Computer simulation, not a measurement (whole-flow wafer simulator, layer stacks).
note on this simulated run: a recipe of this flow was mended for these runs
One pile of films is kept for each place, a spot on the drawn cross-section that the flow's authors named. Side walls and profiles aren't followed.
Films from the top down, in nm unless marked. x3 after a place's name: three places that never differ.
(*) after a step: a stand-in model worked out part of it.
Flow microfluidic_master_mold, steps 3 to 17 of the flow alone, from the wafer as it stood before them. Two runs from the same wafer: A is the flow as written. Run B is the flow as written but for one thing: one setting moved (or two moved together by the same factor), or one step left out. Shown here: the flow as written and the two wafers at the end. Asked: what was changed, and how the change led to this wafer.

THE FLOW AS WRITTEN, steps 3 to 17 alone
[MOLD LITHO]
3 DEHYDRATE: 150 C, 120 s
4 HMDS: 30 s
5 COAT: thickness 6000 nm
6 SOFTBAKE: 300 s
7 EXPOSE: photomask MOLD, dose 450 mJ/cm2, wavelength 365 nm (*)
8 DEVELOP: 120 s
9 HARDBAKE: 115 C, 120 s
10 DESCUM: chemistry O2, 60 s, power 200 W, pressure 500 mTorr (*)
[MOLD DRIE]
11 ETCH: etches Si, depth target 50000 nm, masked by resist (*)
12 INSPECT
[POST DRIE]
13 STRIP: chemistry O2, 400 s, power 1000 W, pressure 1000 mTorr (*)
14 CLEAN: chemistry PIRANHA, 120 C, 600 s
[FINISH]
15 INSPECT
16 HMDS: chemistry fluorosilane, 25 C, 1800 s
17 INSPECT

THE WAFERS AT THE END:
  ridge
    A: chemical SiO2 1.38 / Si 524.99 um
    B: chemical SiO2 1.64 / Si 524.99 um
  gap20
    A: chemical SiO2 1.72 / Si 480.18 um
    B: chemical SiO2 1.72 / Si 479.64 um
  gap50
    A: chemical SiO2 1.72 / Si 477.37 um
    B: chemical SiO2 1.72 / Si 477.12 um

The cause: step 5, COAT: thickness 2400 nm was run, where the flow has thickness 6000 nm.

How the change led to this, step by step:
  5 COAT: thickness 6000 nm
      ridge, gap20, gap50, gap200 x2: A thick-i-line-resist +6000 (new film) | B thick-i-line-resist +2400 (new film)
  8 DEVELOP: 120 s
      gap20, gap50, gap200 x2: A thick-i-line-resist -6000 (all of it) | B thick-i-line-resist -2400 (all of it)
  9 HARDBAKE: 115 C, 120 s
      ridge: A thick-i-line-resist -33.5 | B thick-i-line-resist -9.27
  11 ETCH: etches Si, depth target 50000 nm, masked by resist (*)
      gap20: A chemical SiO2 -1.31 (all of it), Si -44.81 um | B chemical SiO2 -1.31 (all of it), Si -45.35 um
      gap50: A chemical SiO2 -1.31 (all of it), Si -47.62 um | B chemical SiO2 -1.31 (all of it), Si -47.88 um
  13 STRIP: chemistry O2, 400 s, power 1000 W, pressure 1000 mTorr (*)
      ridge: A thick-i-line-resist -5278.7 (all of it), chemical SiO2 +0.78, Si -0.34 | B thick-i-line-resist -1703 (all of it), chemical SiO2 +1.04, Si -0.46
